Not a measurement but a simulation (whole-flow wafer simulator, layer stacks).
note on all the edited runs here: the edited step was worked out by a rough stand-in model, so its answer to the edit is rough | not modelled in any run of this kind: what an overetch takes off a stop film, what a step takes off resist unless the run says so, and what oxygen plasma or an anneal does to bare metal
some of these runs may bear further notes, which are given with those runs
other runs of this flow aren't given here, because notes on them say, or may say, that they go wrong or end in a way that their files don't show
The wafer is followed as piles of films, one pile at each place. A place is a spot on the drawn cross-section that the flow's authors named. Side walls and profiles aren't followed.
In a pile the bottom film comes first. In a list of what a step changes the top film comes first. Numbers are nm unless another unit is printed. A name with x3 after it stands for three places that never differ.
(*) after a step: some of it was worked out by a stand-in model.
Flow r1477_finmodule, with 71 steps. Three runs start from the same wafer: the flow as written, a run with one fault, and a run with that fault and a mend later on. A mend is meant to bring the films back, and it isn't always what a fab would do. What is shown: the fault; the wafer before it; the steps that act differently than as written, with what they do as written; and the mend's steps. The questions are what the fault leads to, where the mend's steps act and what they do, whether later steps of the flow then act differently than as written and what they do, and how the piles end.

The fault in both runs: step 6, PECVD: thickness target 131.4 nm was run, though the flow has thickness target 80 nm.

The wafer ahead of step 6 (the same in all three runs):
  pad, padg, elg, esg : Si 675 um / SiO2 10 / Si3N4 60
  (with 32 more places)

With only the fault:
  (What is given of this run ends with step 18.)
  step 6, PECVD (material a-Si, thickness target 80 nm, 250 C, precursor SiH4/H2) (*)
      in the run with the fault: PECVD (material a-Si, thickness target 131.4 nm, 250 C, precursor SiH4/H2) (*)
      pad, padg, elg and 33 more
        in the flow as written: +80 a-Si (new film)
        in the run with the fault: +131.4 a-Si (new film)
  Later steps of the flow acting differently than as written:
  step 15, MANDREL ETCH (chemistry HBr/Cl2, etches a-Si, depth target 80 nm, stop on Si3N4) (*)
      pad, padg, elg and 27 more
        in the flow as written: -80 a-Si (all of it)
        in the run with the fault: -80 a-Si
  After step 18, at pad, padg, elg and 33 more, the piles differ from the flow's by more than 2% or 0.5 nm, whichever is larger.
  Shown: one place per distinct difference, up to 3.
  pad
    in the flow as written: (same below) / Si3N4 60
    in the run with the fault: (same below) / Si3N4 60 / a-Si 51.4
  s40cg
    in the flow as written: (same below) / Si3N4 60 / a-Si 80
    in the run with the fault: (same below) / Si3N4 60 / a-Si 131.4

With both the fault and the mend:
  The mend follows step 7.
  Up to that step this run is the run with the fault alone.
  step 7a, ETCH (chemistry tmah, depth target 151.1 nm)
      pad, padg, elg and 33 more
        -131.4 a-Si (all of it)
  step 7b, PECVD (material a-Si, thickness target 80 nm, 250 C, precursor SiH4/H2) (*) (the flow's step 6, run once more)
      pad, padg, elg and 33 more
        +80 a-Si (new film)
  None of the later steps of the flow acts differently than as written at any place that is followed.
  The piles end the same as the flow's at every place that both follow.
